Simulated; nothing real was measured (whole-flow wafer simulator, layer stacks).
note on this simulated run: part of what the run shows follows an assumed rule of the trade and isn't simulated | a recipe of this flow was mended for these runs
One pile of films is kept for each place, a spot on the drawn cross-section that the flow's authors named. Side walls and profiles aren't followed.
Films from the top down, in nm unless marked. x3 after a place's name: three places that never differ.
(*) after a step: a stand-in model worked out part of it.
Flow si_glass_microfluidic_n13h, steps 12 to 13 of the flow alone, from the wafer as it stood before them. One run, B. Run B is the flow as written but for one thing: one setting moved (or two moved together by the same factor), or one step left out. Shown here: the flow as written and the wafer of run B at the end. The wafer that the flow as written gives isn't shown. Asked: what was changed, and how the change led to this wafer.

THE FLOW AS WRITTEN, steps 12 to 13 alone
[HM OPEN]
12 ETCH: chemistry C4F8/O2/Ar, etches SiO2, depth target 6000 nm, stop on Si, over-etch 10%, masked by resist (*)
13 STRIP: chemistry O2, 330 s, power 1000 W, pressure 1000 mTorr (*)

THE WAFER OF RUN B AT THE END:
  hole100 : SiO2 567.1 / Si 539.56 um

The cause: step 12, ETCH: depth target 4939 nm was run, where the flow has depth target 6000 nm.

How the change led to this, step by step:
  12 ETCH: chemistry C4F8/O2/Ar, etches SiO2, depth target 6000 nm, stop on Si, over-etch 10%, masked by resist (*)
      hole100: SiO2 -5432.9 (as written it would be: SiO2 -6000 (all of it), Si -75)
      land: thick-i-line-resist -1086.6 (as written it would be: thick-i-line-resist -1320)
  13 STRIP: chemistry O2, 330 s, power 1000 W, pressure 1000 mTorr (*)
      hole100: nothing (as written it would be: chemical SiO2 +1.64 (new film), Si -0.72)
      land: thick-i-line-resist -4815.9 (all of it) (as written it would be: thick-i-line-resist -4582.5 (all of it))
